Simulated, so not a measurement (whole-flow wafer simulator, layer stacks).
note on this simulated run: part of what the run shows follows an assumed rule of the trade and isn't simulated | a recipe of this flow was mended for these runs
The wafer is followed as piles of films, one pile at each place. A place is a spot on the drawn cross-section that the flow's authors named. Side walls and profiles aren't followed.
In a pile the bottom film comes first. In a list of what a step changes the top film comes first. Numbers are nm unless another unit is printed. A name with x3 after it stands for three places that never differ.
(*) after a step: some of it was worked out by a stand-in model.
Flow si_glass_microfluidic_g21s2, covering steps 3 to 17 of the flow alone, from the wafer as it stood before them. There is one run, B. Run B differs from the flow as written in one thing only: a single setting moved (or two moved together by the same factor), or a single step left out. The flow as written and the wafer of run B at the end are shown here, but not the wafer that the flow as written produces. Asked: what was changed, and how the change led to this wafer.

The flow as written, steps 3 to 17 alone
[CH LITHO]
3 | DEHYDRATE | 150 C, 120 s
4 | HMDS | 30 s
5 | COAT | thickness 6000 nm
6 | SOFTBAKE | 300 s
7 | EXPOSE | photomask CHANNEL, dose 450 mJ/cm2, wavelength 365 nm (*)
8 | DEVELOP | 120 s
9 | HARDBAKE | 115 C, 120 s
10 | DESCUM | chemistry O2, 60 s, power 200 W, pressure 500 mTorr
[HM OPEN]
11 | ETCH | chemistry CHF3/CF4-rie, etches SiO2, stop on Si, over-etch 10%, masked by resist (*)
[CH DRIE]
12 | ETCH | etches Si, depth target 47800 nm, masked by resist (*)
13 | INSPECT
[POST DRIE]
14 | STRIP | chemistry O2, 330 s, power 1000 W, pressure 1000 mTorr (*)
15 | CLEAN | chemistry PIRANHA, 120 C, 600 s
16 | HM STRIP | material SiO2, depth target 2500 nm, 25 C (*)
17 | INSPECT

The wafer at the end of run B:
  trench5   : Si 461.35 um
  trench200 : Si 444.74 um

What caused this: step 5, COAT: thickness 7440 nm was run, while the flow as written has thickness 6000 nm.

The path from the change to this, step by step:
  5 | COAT | thickness 6000 nm
      land, trench20, trench5, trench200: thick-i-line-resist gains 7440 (new film) (in the flow as written it would be: thick-i-line-resist gains 6000 (new film))
  8 | DEVELOP | 120 s
      trench20, trench5, trench200: thick-i-line-resist loses 7440 (all of it) (in the flow as written it would be: thick-i-line-resist loses 6000 (all of it))
  9 | HARDBAKE | 115 C, 120 s
      land: thick-i-line-resist loses 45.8 (in the flow as written it would be: thick-i-line-resist loses 33.5)
  12 | ETCH | etches Si, depth target 47800 nm, masked by resist (*)
      trench5: Si loses 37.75 um (in the flow as written it would be: Si loses 38.09 um)
      trench200: Si loses 54.35 um (in the flow as written it would be: Si loses 54.08 um)
  14 | STRIP | chemistry O2, 330 s, power 1000 W, pressure 1000 mTorr (*)
      land: thick-i-line-resist loses 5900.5 (all of it) (in the flow as written it would be: thick-i-line-resist loses 4476.3 (all of it))
